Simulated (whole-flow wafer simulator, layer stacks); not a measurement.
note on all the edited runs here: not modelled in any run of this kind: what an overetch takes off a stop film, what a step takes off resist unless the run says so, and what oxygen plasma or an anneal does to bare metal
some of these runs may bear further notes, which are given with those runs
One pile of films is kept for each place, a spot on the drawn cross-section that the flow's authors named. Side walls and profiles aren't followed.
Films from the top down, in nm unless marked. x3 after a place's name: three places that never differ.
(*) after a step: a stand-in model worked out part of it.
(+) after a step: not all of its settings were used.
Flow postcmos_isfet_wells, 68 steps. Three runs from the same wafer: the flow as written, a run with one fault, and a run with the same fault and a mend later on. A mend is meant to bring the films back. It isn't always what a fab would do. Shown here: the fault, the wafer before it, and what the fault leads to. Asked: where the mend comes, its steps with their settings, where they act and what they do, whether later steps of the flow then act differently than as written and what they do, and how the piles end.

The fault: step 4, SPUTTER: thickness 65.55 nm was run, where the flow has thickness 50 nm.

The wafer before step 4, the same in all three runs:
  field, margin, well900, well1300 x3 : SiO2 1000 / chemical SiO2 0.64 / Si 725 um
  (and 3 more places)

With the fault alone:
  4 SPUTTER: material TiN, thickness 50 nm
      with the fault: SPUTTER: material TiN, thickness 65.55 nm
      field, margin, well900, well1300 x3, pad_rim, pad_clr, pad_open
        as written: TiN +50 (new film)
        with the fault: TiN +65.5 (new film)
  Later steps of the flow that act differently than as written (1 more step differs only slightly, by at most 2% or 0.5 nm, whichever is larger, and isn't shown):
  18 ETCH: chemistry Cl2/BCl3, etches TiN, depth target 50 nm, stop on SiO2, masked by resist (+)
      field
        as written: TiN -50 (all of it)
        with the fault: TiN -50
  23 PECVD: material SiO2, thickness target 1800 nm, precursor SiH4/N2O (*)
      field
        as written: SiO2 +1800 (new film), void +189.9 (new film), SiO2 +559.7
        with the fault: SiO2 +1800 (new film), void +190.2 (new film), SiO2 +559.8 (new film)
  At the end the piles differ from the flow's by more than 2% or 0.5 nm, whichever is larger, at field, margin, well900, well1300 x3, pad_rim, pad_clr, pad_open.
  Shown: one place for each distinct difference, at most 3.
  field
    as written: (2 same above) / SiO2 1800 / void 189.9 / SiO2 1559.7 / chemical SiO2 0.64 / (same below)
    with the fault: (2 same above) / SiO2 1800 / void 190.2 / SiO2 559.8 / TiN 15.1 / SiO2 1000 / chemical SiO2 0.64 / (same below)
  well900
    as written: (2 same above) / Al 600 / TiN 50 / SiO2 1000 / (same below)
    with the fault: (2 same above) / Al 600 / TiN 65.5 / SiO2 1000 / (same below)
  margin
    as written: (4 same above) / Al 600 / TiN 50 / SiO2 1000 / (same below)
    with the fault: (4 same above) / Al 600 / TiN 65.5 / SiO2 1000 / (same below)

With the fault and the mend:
  The mend comes after step 4.
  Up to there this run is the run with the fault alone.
  4a ETCH: chemistry peroxide tin strip, depth target 75.38 nm
      field, margin, well900, well1300 x3, pad_rim, pad_clr, pad_open
        TiN -65.5 (all of it)
  4b SPUTTER: material TiN, thickness 50 nm (the flow's step 4 once more)
      field, margin, well900, well1300 x3, pad_rim, pad_clr, pad_open
        TiN +50 (new film)
  No later step of the flow acts differently than as written at any place that is followed.
  At the end the piles are the same as the flow's at every place that both follow.
